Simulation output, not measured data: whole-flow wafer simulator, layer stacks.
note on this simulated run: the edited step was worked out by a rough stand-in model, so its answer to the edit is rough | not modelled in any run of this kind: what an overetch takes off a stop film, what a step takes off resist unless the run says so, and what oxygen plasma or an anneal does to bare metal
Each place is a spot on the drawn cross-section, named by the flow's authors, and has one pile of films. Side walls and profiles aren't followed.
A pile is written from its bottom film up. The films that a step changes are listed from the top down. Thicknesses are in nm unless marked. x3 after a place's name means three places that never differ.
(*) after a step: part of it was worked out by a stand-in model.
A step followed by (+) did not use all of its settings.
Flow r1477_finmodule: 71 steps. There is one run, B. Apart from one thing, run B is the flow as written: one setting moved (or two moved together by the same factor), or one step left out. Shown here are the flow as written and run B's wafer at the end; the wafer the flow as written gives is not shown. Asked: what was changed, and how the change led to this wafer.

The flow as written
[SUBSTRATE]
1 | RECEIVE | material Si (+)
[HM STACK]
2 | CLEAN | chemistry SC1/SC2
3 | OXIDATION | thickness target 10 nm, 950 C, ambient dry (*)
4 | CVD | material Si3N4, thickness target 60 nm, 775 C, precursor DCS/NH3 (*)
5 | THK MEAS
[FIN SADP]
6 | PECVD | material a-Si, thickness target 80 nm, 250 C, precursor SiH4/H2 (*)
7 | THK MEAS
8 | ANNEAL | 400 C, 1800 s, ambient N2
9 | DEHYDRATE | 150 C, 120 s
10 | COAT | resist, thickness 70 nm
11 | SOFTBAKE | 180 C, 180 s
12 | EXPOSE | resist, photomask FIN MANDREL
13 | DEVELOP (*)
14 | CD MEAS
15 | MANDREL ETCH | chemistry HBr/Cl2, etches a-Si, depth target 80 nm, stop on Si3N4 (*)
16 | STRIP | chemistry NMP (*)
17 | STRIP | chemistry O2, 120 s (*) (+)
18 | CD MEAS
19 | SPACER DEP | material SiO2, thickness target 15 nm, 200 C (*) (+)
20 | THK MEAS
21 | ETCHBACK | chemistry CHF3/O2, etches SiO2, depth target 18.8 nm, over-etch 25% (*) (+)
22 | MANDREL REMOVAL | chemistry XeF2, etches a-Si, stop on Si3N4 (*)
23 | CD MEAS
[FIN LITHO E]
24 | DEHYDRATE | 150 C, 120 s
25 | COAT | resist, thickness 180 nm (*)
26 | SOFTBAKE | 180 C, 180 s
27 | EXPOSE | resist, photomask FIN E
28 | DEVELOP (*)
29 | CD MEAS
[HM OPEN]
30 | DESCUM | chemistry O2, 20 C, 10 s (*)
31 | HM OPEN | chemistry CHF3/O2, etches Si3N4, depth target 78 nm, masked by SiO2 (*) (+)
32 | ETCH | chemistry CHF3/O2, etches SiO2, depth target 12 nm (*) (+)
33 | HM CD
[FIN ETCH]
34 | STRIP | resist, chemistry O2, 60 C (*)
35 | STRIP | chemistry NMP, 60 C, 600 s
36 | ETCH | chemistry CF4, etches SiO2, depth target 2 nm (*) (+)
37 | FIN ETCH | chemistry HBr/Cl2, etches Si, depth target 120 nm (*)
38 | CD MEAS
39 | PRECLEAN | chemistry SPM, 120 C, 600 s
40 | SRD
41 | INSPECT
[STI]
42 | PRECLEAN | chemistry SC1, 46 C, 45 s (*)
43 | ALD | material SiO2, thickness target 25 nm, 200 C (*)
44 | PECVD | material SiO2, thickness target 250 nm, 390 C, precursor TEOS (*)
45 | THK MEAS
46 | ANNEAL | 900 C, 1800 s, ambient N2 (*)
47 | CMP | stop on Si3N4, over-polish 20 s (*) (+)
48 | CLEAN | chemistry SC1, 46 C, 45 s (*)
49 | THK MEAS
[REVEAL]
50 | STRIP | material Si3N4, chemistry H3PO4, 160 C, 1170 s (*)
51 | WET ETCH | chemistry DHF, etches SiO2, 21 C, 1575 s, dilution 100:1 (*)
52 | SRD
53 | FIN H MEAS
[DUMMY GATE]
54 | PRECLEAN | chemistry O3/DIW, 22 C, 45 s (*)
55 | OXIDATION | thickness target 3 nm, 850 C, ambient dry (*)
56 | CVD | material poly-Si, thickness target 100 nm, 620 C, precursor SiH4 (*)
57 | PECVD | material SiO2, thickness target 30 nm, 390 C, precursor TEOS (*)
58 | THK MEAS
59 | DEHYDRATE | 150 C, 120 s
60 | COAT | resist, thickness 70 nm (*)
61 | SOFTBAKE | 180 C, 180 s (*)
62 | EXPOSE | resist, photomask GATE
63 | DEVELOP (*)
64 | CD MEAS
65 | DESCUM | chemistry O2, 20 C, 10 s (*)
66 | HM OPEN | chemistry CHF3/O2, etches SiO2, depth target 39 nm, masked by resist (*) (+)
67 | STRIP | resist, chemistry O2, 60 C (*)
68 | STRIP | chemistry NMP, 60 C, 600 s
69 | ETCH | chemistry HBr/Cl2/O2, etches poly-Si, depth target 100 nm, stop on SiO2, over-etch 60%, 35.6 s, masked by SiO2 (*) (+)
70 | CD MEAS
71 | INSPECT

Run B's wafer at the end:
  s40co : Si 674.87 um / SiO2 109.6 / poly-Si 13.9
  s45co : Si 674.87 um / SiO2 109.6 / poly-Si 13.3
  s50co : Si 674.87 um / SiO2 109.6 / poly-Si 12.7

What caused this: step 69, ETCH: depth target 61 nm was run, while the flow as written has depth target 100 nm; step 69, ETCH: 21.7 s was run, where the flow has 35.6 s.

Step by step, how the change led to this:
  69 | ETCH | chemistry HBr/Cl2/O2, etches poly-Si, depth target 100 nm, stop on SiO2, over-etch 60%, 35.6 s, masked by SiO2 (*) (+)
      s40co: chemical SiO2 loses 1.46 (all of it), poly-Si loses 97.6 (in the flow as written it would be: chemical SiO2 loses 1.46 (all of it), poly-Si loses 111.5 (all of it), SiO2 loses 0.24)
      s45co: chemical SiO2 loses 1.46 (all of it), poly-Si loses 97.6 (in the flow as written it would be: chemical SiO2 loses 1.46 (all of it), poly-Si loses 110.9 (all of it), SiO2 loses 0.25)
      (also at 19 further places)
